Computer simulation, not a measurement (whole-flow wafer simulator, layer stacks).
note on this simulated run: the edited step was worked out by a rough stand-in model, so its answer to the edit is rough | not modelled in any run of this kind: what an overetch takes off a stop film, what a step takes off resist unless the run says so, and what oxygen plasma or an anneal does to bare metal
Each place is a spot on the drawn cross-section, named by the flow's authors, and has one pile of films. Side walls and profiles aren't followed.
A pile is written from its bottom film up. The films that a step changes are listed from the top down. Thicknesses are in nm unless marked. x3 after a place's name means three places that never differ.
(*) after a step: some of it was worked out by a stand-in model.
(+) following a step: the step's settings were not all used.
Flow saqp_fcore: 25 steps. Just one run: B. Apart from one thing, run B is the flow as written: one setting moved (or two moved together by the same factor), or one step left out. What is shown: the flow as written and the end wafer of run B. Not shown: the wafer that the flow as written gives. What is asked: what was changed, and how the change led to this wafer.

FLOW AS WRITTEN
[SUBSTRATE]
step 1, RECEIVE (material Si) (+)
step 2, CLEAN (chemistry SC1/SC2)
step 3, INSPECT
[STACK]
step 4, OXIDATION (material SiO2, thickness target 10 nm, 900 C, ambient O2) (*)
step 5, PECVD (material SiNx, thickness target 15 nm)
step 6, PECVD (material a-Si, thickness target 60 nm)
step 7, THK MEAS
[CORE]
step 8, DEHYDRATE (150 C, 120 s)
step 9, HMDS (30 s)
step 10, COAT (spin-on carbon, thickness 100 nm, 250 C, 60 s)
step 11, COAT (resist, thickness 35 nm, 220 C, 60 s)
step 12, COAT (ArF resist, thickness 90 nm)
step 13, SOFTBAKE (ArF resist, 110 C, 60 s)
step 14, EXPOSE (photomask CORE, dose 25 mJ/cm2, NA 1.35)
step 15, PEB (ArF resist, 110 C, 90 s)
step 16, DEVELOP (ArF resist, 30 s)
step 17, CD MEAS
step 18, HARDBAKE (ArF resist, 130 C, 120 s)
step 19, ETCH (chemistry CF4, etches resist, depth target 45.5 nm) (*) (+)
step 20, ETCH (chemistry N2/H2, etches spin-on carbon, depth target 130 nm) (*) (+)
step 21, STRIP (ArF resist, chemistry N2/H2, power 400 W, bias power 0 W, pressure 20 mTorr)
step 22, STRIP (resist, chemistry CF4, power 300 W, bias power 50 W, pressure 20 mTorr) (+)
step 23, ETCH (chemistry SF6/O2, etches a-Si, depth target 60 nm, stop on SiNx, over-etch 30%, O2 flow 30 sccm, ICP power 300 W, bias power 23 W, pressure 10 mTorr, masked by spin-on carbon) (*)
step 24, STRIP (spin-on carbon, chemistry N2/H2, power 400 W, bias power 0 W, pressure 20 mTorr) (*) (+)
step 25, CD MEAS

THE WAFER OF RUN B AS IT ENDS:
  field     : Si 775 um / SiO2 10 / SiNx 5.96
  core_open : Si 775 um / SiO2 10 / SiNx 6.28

The reason: step 23, ETCH: depth target 84 nm was run, though the flow has depth target 60 nm.

How this came from the change, step by step:
  step 23, ETCH (chemistry SF6/O2, etches a-Si, depth target 60 nm, stop on SiNx, over-etch 30%, O2 flow 30 sccm, ICP power 300 W, bias power 23 W, pressure 10 mTorr, masked by spin-on carbon) (*)
      field: -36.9 a-Si (all of it), -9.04 SiNx (in the flow as written it would be: -36.9 a-Si (all of it), -5.14 SiNx)
      core_open: -39.4 a-Si (all of it), -8.72 SiNx (in the flow as written it would be: -39.4 a-Si (all of it), -4.82 SiNx)
